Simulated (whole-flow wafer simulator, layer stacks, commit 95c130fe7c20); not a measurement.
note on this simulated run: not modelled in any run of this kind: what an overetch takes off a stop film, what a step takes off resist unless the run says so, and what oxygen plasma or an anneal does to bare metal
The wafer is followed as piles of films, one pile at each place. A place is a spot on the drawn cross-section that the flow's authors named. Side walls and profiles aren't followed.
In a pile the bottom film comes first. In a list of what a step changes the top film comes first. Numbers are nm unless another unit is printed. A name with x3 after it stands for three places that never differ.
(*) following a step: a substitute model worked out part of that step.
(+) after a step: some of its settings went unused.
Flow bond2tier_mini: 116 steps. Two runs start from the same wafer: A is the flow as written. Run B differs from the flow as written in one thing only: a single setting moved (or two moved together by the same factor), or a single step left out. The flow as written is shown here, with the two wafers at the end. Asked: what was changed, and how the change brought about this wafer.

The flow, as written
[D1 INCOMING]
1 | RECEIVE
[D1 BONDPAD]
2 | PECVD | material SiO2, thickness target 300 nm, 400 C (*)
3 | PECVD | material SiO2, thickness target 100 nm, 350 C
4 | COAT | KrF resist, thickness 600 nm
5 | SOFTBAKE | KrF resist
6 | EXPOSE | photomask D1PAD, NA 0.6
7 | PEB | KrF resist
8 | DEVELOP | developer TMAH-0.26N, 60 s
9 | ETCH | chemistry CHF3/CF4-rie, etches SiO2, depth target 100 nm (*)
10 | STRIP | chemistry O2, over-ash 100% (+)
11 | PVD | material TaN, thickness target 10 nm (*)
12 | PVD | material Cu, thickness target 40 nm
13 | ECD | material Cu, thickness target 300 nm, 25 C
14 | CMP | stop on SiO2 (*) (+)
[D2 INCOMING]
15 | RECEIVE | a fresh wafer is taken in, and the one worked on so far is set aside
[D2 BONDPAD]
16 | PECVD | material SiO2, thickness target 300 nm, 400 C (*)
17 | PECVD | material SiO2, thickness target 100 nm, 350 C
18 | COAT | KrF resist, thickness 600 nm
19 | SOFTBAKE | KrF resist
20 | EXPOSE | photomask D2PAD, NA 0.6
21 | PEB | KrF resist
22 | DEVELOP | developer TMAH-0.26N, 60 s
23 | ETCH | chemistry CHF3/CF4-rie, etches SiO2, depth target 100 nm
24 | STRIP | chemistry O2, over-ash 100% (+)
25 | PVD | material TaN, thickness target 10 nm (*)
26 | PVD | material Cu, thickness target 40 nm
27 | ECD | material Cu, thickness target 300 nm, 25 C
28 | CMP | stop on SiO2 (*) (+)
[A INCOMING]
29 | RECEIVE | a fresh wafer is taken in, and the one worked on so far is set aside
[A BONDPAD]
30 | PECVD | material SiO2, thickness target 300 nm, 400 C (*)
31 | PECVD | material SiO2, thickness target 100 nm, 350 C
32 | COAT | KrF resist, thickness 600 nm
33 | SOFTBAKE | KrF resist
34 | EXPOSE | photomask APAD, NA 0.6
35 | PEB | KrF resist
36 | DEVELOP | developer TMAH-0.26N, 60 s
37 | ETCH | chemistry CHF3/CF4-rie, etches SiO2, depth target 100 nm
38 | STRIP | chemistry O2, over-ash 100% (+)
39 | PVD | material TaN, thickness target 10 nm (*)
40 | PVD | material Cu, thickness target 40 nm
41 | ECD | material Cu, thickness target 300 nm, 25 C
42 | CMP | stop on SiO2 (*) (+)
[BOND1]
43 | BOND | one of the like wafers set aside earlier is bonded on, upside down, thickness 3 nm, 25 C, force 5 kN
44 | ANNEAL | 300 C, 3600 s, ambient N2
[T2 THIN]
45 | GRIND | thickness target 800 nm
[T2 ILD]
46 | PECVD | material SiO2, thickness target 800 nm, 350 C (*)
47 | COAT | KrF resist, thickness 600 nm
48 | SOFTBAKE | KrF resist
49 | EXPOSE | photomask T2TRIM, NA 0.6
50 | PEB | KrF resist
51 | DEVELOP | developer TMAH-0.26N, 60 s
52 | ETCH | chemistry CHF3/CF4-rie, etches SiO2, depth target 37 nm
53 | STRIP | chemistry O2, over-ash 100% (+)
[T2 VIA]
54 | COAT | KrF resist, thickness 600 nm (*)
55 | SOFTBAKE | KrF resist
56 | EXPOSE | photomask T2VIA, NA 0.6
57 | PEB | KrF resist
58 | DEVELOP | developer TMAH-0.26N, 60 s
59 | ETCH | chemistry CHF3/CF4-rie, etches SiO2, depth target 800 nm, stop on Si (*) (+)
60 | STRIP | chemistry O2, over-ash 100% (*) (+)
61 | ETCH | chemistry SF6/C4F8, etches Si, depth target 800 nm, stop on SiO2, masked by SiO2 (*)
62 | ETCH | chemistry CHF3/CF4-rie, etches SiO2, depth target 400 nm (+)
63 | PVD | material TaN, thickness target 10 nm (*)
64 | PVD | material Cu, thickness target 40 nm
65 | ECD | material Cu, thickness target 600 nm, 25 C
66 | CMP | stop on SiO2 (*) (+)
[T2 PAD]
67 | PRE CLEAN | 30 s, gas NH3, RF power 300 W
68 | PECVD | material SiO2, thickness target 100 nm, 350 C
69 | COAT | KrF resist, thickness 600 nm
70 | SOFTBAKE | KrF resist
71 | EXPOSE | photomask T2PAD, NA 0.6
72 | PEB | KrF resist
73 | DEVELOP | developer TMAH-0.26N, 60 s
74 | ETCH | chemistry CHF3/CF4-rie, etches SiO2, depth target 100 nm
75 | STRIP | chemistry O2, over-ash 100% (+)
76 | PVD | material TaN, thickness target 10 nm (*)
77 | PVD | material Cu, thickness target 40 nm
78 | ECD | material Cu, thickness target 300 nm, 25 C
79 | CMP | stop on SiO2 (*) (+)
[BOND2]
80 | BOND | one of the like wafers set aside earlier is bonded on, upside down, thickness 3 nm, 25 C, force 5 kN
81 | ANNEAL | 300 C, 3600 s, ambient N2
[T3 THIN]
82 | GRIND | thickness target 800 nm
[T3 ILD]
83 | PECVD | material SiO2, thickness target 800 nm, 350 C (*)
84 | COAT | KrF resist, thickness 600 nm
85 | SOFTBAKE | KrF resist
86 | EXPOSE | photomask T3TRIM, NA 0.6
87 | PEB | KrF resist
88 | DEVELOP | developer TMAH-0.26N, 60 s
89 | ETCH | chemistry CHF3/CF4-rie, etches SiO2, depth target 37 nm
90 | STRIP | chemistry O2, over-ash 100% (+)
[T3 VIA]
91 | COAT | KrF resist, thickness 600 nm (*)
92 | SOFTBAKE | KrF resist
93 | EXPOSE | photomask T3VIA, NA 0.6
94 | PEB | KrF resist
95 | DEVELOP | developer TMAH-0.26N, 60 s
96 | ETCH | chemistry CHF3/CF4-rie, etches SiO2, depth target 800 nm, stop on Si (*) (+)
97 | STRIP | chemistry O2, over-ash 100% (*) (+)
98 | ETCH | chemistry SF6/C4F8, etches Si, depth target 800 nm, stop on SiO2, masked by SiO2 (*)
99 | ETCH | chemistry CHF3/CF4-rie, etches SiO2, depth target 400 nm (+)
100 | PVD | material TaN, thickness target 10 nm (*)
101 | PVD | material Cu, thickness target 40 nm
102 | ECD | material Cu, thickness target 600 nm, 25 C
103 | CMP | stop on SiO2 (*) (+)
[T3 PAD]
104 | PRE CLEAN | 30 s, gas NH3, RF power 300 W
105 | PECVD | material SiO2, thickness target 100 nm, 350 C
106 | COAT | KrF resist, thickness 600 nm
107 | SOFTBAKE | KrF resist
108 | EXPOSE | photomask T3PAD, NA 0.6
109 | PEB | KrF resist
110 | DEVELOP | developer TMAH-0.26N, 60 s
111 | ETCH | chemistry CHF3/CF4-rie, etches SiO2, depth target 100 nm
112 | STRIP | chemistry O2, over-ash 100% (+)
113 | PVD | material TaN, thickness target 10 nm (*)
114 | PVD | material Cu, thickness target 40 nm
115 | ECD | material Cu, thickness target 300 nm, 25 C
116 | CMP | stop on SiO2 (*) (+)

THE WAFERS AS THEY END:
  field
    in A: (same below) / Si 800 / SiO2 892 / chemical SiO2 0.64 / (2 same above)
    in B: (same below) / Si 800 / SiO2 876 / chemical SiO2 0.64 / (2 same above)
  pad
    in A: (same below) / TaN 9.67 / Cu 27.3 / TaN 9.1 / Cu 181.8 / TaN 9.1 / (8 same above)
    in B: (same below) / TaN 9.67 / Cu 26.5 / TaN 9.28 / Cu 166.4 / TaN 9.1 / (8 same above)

What caused this: step 68, PECVD: thickness target 84 nm was run, though the flow has thickness target 100 nm.

Step by step, how the change led to this:
  68 | PECVD | material SiO2, thickness target 100 nm, 350 C
      field: A +100 SiO2 | B +84 SiO2
      pad: A +100 SiO2 (new film) | B +84 SiO2 (new film)
  74 | ETCH | chemistry CHF3/CF4-rie, etches SiO2, depth target 100 nm
      pad: A -100 SiO2 (all of it) | B -84 SiO2 (all of it), -0.8 Cu
  78 | ECD | material Cu, thickness target 300 nm, 25 C
      pad: A +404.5 Cu | B +388.6 Cu
